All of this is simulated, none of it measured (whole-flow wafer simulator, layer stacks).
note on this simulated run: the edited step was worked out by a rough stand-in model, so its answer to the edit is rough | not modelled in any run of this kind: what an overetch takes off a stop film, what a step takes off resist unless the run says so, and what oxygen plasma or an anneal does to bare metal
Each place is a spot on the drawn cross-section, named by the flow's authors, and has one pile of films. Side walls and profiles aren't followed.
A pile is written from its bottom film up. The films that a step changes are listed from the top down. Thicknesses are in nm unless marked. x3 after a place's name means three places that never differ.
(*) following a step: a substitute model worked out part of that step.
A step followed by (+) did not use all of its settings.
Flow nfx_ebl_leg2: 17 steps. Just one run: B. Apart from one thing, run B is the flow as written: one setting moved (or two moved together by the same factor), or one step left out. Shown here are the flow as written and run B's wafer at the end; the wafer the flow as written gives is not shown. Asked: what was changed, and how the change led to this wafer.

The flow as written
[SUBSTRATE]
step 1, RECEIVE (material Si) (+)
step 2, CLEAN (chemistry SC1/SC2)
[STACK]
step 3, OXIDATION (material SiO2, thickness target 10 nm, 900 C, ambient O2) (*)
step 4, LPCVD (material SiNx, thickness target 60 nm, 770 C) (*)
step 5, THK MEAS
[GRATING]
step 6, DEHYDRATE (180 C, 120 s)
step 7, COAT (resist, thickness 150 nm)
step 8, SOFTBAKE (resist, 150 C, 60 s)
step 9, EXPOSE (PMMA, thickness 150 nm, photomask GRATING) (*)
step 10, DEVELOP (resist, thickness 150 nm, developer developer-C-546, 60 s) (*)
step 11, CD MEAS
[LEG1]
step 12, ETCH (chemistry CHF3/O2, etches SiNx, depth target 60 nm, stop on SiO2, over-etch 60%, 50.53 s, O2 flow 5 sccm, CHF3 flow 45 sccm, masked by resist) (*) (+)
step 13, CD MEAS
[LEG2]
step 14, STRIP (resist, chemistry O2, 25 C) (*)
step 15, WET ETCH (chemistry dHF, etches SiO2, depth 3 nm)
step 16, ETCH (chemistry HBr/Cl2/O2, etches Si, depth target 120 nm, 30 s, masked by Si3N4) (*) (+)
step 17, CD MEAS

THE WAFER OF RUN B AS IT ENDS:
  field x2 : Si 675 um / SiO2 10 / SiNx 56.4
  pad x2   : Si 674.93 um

The reason: step 16, ETCH: depth target 63.7 nm was run, whereas the flow has depth target 120 nm; step 16, ETCH: 15.93 s was run, where the flow has 30 s.

The path from the change to this, step by step:
  step 16, ETCH (chemistry HBr/Cl2/O2, etches Si, depth target 120 nm, 30 s, masked by Si3N4) (*) (+)
      field x2: SiNx loses 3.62 (in the flow as written it would be: SiNx loses 6.82)
      pad x2: Si loses 63.7 (in the flow as written it would be: Si loses 120)
